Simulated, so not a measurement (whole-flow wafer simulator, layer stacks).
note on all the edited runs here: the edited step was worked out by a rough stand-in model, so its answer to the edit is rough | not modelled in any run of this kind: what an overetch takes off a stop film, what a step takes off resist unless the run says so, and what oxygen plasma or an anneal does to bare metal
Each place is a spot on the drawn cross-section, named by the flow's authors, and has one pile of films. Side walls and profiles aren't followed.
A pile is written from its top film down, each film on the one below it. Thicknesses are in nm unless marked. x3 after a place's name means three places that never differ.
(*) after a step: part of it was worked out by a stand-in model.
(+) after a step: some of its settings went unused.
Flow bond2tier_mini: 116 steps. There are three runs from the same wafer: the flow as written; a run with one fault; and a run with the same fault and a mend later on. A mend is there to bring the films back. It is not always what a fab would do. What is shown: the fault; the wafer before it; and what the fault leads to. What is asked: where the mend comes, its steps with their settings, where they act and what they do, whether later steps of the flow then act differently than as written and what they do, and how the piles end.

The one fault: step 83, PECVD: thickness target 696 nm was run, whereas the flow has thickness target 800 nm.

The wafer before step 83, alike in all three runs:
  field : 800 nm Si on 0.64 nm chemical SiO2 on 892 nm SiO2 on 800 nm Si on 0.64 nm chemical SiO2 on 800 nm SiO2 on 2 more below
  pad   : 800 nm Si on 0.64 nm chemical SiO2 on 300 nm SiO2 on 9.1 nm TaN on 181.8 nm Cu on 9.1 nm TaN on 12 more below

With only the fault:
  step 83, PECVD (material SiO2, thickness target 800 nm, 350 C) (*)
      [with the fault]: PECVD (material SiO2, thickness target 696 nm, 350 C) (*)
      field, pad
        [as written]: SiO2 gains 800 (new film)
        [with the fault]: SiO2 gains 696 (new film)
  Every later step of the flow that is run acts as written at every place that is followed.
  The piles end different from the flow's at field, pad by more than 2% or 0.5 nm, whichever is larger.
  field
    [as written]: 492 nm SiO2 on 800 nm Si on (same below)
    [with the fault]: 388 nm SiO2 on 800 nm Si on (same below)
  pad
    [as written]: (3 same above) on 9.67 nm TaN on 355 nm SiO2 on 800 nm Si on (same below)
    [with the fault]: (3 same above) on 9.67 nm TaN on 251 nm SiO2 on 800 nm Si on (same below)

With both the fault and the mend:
  The mend follows step 88.
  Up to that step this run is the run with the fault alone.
  step 88a, STRIP (chemistry O2, over-ash 100%) (+)
      field
        KrF resist loses 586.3 (all of it)
  step 88b, PECVD (material SiO2, thickness target 104 nm, 350 C) (the flow's step 83 again, with other settings)
      field, pad
        SiO2 gains 104
  step 88c, COAT (KrF resist, thickness 600 nm) (the flow's step 84 again)
      field, pad
        KrF resist gains 600 (new film)
  step 88d, SOFTBAKE (KrF resist) (the flow's step 85 again)
      alters no film at any place that is followed
  step 88e, EXPOSE (photomask T3TRIM, NA 0.6) (the flow's step 86 again)
      alters no film at any place that is followed
  step 88f, PEB (KrF resist) (the flow's step 87 again)
      alters no film at any place that is followed
  step 88g, DEVELOP (developer TMAH-0.26N, 60 s) (the flow's step 88 again)
      field
        KrF resist loses 13.7
      pad
        KrF resist loses 600 (all of it)
  Every later step of the flow that is run acts as written at every place that is followed.
  At every place that both follow, the piles at the end match the flow's.
